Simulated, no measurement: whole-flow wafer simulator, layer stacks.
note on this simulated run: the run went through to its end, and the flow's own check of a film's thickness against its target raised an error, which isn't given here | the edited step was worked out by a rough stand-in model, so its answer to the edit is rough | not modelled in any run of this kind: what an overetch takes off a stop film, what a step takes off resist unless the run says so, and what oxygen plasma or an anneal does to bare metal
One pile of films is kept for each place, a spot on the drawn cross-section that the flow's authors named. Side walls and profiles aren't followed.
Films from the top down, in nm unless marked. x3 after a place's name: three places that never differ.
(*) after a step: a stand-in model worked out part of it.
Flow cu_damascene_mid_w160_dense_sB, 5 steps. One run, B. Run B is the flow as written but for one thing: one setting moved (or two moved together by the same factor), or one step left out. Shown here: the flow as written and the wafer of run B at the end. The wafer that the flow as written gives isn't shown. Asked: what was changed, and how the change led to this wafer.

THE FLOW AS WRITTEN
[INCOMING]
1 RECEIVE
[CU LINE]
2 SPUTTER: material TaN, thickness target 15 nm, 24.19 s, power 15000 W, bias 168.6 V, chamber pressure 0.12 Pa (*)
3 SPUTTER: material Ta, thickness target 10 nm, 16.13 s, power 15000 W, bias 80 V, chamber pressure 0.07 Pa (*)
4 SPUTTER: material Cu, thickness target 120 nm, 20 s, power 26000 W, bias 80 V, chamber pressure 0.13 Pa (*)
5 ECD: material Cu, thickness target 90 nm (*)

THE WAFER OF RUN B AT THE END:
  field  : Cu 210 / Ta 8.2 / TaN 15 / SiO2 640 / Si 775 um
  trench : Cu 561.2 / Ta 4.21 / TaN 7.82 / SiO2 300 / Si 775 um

The cause: step 3, SPUTTER: thickness target 8.2 nm was run, where the flow has thickness target 10 nm; step 3, SPUTTER: 13.31 s was run, where the flow has 16.13 s.
It can be read off the wafer: field has Ta 8.2, and step 3 as written asks for 10 nm.

How the change led to this, step by step:
  3 SPUTTER: material Ta, thickness target 10 nm, 16.13 s, power 15000 W, bias 80 V, chamber pressure 0.07 Pa (*)
      field: Ta +8.2 (new film) (as written it would be: Ta +10 (new film))
      trench: Ta +4.21 (new film) (as written it would be: Ta +5.14 (new film))
